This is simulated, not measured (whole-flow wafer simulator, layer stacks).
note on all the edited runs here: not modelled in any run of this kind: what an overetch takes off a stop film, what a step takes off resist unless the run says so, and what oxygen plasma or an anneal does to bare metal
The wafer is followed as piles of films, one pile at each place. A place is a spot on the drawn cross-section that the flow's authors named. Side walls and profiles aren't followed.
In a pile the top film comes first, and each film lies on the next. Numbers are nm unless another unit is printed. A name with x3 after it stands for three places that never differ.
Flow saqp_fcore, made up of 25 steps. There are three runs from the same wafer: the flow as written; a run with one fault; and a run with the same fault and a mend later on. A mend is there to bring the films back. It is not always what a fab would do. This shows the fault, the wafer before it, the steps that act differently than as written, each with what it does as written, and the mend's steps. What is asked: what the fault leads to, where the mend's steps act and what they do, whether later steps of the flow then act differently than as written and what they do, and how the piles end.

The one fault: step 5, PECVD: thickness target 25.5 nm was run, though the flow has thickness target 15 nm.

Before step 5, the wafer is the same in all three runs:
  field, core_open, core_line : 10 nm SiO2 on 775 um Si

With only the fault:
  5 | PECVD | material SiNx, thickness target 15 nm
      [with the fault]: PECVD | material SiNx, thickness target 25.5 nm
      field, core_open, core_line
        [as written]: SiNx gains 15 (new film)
        [with the fault]: SiNx gains 25.5 (new film)
  None of the later steps of the flow acts differently than as written at any place that is followed.
  At field, core_open, core_line, the piles at the end differ from the flow's by more than 2% or 0.5 nm, whichever is larger.
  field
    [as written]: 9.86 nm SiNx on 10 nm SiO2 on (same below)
    [with the fault]: 20.4 nm SiNx on 10 nm SiO2 on (same below)
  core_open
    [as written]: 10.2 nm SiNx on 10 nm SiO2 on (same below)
    [with the fault]: 20.7 nm SiNx on 10 nm SiO2 on (same below)
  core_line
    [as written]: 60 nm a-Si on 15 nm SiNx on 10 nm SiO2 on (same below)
    [with the fault]: 60 nm a-Si on 25.5 nm SiNx on 10 nm SiO2 on (same below)

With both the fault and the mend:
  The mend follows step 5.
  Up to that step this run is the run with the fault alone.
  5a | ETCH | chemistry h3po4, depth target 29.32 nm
      field, core_open, core_line
        SiNx loses 25.5 (all of it)
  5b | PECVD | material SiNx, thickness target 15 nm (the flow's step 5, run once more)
      field, core_open, core_line
        SiNx gains 15 (new film)
  None of the later steps of the flow acts differently than as written at any place that is followed.
  The piles end the same as the flow's at every place that both follow.
